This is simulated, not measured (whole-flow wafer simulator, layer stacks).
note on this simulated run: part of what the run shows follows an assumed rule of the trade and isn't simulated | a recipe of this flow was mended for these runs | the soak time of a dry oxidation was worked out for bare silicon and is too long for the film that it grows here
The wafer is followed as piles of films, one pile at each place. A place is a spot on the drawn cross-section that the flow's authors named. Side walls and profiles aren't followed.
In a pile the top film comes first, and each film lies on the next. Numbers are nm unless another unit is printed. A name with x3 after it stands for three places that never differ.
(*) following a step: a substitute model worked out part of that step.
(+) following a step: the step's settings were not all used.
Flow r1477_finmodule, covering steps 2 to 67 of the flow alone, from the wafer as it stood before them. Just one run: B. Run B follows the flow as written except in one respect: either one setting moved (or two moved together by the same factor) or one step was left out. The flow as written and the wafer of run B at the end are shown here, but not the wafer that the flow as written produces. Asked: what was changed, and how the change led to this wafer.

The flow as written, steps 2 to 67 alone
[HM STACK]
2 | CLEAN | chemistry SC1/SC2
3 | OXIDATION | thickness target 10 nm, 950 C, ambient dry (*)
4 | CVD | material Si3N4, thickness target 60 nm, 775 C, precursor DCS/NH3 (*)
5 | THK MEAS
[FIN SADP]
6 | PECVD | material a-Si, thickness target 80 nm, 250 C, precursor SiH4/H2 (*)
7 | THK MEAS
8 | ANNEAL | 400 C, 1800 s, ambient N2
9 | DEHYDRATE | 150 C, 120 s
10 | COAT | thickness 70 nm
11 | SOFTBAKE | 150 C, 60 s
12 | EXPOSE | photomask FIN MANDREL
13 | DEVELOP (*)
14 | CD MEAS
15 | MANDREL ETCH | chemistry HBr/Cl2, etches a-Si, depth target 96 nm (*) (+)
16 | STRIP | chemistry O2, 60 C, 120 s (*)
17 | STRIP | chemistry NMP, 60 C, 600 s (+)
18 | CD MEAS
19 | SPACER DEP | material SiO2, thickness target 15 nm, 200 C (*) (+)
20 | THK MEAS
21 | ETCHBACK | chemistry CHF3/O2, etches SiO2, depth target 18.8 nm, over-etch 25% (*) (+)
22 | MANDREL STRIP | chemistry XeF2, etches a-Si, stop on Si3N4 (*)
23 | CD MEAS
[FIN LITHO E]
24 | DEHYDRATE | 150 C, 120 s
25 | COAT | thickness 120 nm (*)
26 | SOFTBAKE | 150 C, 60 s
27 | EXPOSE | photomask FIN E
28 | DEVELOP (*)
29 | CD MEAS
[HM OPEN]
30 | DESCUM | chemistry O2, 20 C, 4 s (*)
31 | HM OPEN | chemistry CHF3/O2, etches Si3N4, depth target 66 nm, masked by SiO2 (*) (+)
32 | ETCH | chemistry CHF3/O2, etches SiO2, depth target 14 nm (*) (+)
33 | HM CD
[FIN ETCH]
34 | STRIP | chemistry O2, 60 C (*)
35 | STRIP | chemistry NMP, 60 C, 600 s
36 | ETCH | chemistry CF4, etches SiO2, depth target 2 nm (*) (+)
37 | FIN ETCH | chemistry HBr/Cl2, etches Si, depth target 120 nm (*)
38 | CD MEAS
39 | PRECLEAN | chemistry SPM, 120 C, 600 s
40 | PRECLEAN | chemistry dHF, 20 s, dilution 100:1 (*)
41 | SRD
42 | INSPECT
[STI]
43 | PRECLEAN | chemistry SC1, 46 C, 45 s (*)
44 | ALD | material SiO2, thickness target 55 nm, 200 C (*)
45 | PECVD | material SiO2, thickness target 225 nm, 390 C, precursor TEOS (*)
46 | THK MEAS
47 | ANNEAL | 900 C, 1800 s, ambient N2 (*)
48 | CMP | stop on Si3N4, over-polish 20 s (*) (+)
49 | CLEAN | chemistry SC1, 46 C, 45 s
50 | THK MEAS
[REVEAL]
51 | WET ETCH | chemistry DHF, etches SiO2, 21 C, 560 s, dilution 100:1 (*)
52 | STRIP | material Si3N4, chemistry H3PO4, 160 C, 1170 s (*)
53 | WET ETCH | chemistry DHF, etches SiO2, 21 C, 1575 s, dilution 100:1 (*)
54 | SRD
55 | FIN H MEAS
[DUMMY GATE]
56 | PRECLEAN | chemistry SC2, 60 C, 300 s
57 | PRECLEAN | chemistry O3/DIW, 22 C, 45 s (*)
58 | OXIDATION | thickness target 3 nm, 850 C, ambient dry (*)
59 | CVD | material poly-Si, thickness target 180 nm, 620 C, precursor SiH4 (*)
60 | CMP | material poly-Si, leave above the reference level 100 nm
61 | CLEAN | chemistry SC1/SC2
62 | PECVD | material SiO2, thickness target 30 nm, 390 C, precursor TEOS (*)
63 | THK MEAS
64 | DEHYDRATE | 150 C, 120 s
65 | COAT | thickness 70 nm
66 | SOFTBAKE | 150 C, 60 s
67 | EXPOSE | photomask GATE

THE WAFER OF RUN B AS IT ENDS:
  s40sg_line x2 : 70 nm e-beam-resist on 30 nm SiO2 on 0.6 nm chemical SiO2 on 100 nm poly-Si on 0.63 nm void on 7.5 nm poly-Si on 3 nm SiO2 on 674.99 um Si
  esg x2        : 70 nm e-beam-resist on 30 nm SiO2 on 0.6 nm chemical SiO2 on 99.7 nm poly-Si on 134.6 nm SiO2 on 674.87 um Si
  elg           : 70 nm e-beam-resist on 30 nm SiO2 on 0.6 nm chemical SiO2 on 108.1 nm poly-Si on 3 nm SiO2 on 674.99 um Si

The reason: step 53, WET ETCH: 484.9 s was run, though the flow has 1575 s.

Step by step, how the change led to this:
  53 | WET ETCH | chemistry DHF, etches SiO2, 21 C, 1575 s, dilution 100:1 (*)
      esg x2, e40sg x2, e100sg x2 and 14 more: -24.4 SiO2 (it would be, as written: -79.1 SiO2)
      pad x2: -26.4 SiO2 (it would be, as written: -85.7 SiO2)
  59 | CVD | material poly-Si, thickness target 180 nm, 620 C, precursor SiH4 (*)
      s40sg_line x2, s45sg_line x2, s50sg_line x2: +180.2 poly-Si (new film), +0.63 void (new film), +7.5 poly-Si (new film) (it would be, as written: +180 poly-Si (new film))
      esg x2, e40sg x2, e100sg x2 and 12 more: +180 poly-Si (new film) (it would be, as written: +226.3 poly-Si (new film))
      (also at 7 further places)
  60 | CMP | material poly-Si, leave above the reference level 100 nm
      pad x2: -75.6 poly-Si (it would be, as written: -24.8 poly-Si)
      e100lg x2: -78.3 poly-Si (it would be, as written: -80 poly-Si)
      (also at 5 further places)
